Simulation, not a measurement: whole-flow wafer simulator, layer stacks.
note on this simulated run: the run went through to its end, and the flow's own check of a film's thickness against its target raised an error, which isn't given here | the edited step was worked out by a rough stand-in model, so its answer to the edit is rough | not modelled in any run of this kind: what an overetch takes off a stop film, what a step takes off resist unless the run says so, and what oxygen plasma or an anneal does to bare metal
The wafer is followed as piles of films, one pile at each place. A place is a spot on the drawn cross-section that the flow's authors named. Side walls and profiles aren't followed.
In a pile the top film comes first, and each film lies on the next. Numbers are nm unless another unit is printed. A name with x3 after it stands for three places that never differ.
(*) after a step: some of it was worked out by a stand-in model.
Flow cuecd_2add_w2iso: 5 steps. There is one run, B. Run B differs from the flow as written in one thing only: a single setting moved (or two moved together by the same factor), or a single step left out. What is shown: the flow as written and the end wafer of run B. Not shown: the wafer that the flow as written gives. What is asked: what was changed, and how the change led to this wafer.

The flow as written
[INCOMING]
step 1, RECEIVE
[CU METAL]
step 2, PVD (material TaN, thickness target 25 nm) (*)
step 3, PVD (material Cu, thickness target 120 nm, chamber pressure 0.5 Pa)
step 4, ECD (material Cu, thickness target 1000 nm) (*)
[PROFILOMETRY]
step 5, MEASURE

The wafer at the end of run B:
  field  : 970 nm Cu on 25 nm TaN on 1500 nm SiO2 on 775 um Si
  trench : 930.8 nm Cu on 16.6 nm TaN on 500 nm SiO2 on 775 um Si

Cause: step 4, ECD: thickness target 850 nm was run, though the flow has thickness target 1000 nm.

Step by step, how the change led to this:
  step 4, ECD (material Cu, thickness target 1000 nm) (*)
      field: +850 Cu (as written it would have been: +1000 Cu)
      trench: +850 Cu (as written it would have been: +2047.6 Cu)
